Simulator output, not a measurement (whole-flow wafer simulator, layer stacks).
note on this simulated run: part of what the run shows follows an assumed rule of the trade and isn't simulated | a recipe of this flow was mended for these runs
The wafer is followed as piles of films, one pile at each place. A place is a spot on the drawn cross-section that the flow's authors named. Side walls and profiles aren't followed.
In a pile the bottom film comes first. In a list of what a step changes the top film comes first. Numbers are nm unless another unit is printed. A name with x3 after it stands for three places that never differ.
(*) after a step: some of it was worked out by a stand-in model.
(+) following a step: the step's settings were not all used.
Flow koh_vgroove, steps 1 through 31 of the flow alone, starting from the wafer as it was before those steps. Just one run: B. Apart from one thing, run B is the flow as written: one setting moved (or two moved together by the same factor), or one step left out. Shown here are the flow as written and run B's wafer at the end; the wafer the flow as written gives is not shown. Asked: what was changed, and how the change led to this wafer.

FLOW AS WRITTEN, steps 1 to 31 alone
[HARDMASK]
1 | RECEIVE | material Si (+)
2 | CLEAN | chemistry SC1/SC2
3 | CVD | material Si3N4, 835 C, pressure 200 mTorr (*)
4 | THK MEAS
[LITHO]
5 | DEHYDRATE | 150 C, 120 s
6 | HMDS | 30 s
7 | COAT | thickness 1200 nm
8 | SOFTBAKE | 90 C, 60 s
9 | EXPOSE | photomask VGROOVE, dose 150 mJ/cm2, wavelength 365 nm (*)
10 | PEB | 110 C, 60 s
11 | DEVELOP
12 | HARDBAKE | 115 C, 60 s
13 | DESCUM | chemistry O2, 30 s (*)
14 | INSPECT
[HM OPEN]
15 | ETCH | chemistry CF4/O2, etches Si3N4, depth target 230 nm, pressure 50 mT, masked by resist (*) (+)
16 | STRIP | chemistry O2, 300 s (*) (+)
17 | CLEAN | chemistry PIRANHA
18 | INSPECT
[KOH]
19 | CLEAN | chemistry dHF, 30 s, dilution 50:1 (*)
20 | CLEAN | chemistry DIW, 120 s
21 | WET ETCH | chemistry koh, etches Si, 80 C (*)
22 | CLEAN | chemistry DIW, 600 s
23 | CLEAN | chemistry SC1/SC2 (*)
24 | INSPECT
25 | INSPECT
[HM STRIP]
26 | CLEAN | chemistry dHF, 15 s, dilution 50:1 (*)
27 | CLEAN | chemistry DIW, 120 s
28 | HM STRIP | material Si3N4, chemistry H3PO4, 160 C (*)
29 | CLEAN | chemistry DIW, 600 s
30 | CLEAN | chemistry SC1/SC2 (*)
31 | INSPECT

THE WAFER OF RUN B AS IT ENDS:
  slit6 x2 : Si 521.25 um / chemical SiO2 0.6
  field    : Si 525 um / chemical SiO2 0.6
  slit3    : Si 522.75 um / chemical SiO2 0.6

The reason: step 3, CVD: pressure 250 mTorr was run, whereas the flow has pressure 200 mTorr.

Step by step, how the change led to this:
  3 | CVD | material Si3N4, 835 C, pressure 200 mTorr (*)
      field, slit3, slit2, slit6 x2: +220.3 Si3N4 (new film) (in the flow as written it would be: +200 Si3N4 (new film))
  15 | ETCH | chemistry CF4/O2, etches Si3N4, depth target 230 nm, pressure 50 mT, masked by resist (*) (+)
      slit3, slit2, slit6 x2: -220.3 Si3N4 (all of it), -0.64 chemical SiO2 (all of it), -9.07 Si (in the flow as written it would be: -200 Si3N4 (all of it), -0.64 chemical SiO2 (all of it), -29.4 Si)
  28 | HM STRIP | material Si3N4, chemistry H3PO4, 160 C (*)
      field: -219 Si3N4 (all of it), -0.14 chemical SiO2, -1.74 Si (in the flow as written it would be: -198.7 Si3N4 (all of it), -0.14 chemical SiO2, -2.75 Si)
